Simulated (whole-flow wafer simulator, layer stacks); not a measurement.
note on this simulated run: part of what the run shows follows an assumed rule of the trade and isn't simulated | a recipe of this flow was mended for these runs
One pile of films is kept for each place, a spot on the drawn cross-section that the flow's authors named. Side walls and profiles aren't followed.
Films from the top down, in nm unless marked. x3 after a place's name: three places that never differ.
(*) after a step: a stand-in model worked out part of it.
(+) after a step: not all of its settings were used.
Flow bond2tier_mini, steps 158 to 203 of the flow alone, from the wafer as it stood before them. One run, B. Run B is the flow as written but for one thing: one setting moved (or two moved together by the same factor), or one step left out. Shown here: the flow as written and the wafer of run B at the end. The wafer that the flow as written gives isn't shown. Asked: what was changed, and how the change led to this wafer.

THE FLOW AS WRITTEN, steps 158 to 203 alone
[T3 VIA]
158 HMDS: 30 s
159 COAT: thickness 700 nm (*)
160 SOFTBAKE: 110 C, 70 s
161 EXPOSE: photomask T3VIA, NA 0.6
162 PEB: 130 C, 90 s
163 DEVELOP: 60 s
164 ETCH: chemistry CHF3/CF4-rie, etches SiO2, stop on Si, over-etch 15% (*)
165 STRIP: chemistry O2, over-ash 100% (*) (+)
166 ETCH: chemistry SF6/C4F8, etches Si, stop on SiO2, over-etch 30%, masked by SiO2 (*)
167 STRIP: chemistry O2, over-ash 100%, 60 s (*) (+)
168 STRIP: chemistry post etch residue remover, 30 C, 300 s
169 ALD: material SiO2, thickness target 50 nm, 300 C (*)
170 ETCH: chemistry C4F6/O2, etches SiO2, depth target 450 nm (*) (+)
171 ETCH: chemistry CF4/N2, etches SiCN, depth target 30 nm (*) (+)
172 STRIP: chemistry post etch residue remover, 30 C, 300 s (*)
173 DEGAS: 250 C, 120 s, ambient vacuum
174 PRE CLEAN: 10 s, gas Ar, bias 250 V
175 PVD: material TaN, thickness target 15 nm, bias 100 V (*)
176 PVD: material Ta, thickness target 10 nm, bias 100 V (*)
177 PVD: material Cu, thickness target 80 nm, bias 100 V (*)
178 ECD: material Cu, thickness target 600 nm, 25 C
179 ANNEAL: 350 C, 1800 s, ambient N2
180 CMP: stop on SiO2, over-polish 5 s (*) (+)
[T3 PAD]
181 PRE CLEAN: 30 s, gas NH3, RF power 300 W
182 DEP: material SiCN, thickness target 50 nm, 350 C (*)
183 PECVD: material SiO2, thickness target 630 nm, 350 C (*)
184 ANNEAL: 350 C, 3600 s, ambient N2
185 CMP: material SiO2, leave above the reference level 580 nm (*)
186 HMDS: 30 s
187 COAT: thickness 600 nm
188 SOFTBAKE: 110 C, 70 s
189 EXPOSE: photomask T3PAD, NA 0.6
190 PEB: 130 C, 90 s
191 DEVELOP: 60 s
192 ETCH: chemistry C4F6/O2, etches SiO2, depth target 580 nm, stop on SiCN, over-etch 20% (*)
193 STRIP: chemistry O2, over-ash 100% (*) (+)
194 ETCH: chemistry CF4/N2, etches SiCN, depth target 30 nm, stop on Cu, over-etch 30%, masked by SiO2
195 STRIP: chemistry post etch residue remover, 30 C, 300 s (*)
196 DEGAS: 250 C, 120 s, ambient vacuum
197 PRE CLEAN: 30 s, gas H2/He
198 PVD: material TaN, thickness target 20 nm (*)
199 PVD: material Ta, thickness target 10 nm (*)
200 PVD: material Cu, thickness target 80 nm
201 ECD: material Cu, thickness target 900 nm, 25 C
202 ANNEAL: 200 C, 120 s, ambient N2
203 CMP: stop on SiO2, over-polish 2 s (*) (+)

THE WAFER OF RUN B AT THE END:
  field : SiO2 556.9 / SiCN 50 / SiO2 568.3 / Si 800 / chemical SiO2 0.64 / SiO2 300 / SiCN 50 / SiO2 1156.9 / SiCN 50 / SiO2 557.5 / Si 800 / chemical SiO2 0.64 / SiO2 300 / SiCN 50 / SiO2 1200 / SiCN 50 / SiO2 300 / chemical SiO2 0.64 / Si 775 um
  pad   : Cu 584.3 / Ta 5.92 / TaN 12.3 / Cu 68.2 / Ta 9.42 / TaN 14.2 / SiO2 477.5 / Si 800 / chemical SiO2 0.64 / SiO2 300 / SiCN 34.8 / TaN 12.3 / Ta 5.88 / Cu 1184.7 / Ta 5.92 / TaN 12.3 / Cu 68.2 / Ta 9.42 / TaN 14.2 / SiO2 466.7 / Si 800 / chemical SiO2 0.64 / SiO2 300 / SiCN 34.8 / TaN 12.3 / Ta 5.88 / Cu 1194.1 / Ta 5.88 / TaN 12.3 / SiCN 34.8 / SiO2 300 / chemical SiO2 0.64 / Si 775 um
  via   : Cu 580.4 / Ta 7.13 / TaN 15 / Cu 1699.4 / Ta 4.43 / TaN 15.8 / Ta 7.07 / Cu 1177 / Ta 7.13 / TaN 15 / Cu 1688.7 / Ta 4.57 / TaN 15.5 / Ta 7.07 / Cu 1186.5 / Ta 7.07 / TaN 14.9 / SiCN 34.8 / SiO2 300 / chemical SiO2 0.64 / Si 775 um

The cause: step 169, ALD: thickness target 60.8 nm was run, where the flow has thickness target 50 nm.

How the change led to this, step by step:
  169 ALD: material SiO2, thickness target 50 nm, 300 C (*)
      field, pad, via: SiO2 +60.8 (as written it would be: SiO2 +50)
  170 ETCH: chemistry C4F6/O2, etches SiO2, depth target 450 nm (*) (+)
      via: SiO2 -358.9 (all of it), SiCN -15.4 (as written it would be: SiO2 -348.1 (all of it), SiCN -17.2)
  171 ETCH: chemistry CF4/N2, etches SiCN, depth target 30 nm (*) (+)
      via: SiCN -19.5 (all of it), TaN -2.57 (as written it would be: SiCN -17.6 (all of it), TaN -3.01)
  177 PVD: material Cu, thickness target 80 nm, bias 100 V (*)
      via: Cu +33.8 (new film) (as written it would be: Cu +35 (new film))
